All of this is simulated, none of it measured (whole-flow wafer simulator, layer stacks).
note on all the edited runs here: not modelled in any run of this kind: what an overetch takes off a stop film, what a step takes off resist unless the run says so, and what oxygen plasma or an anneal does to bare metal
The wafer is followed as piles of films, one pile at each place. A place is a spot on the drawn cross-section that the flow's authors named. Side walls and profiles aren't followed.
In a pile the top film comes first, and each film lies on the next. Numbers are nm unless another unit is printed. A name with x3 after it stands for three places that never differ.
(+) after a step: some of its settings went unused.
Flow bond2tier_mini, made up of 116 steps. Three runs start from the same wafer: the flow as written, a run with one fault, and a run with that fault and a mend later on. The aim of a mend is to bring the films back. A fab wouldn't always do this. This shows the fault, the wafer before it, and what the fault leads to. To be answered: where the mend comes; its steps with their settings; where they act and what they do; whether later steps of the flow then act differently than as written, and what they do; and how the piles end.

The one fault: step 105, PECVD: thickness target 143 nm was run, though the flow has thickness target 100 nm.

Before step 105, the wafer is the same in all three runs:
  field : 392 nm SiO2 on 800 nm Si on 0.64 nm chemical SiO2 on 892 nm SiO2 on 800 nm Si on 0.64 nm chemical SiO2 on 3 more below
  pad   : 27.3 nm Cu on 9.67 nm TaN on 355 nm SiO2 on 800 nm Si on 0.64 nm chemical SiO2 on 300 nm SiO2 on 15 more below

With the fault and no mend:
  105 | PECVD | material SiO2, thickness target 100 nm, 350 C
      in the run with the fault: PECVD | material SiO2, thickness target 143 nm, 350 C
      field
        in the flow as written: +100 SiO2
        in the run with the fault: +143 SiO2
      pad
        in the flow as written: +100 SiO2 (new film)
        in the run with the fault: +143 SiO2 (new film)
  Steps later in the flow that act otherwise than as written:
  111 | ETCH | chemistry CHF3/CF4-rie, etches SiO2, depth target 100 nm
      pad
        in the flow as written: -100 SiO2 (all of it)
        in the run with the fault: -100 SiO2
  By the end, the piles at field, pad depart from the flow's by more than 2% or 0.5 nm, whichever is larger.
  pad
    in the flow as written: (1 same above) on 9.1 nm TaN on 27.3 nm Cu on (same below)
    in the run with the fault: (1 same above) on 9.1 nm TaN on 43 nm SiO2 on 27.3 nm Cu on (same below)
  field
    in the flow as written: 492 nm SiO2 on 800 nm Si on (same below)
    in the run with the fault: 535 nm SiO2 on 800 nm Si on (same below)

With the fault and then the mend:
  The mend follows step 110.
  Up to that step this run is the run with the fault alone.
  110a | STRIP | chemistry O2, over-ash 100% (+)
      field
        -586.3 KrF resist (all of it)
  110b | ETCH | chemistry CHF3/CF4-rie, etches SiO2, depth target 43 nm (a further turn of the flow's step 62, with different settings)
      field, pad
        -43 SiO2
  110c | COAT | KrF resist, thickness 600 nm (a further turn of the flow's step 106)
      field, pad
        +600 KrF resist (new film)
  110d | SOFTBAKE | KrF resist (a further turn of the flow's step 107)
      does not change any film at any place that is followed
  110e | EXPOSE | photomask T3PAD, NA 0.6 (a further turn of the flow's step 108)
      does not change any film at any place that is followed
  110f | PEB | KrF resist (a further turn of the flow's step 109)
      does not change any film at any place that is followed
  110g | DEVELOP | developer TMAH-0.26N, 60 s (a further turn of the flow's step 110)
      field
        -13.7 KrF resist
      pad
        -600 KrF resist (all of it)
  Later steps of the flow that are run all act as written at every place that is followed.
  The piles end the same as the flow's at every place that both follow.
